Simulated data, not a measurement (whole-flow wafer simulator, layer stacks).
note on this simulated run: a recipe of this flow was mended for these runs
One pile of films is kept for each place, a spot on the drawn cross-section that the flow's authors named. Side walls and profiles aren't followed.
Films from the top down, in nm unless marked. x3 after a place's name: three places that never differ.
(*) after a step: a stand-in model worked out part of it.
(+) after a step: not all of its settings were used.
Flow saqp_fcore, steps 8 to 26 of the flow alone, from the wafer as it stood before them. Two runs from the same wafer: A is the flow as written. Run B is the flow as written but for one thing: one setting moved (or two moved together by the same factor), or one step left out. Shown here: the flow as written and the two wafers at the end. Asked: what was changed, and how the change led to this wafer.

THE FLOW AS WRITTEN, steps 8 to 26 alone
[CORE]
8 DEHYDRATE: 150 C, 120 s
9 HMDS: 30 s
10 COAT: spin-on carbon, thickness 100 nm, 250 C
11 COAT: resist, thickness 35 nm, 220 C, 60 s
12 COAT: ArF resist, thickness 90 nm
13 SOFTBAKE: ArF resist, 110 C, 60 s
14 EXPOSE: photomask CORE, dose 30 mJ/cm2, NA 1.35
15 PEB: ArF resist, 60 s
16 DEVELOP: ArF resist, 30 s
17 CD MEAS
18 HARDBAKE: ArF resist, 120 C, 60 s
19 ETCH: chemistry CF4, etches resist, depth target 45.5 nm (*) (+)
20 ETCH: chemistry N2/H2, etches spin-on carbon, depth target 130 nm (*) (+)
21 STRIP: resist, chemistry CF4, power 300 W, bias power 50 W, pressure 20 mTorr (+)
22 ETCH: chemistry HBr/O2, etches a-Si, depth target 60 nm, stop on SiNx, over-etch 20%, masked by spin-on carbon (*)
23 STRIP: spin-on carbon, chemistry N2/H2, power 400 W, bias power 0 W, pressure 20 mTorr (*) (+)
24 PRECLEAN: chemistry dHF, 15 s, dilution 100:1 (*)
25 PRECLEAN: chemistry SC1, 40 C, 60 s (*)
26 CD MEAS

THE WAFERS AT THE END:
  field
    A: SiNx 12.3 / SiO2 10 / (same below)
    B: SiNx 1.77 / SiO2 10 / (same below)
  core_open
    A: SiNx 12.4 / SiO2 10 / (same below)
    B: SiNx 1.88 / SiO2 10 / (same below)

The cause: step 22, ETCH: over-etch 450% was run, where the flow has over-etch 20%.

How the change led to this, step by step:
  22 ETCH: chemistry HBr/O2, etches a-Si, depth target 60 nm, stop on SiNx, over-etch 20%, masked by spin-on carbon (*)
      field: A a-Si -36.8 (all of it), SiNx -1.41 | B a-Si -36.8 (all of it), SiNx -11.7
      core_open: A a-Si -39.4 (all of it), SiNx -1.3 | B a-Si -39.4 (all of it), SiNx -11.6
      (and at 1 more place)
  23 STRIP: spin-on carbon, chemistry N2/H2, power 400 W, bias power 0 W, pressure 20 mTorr (*) (+)
      core_line: A spin-on carbon -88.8 (all of it) | B spin-on carbon -54.9 (all of it)
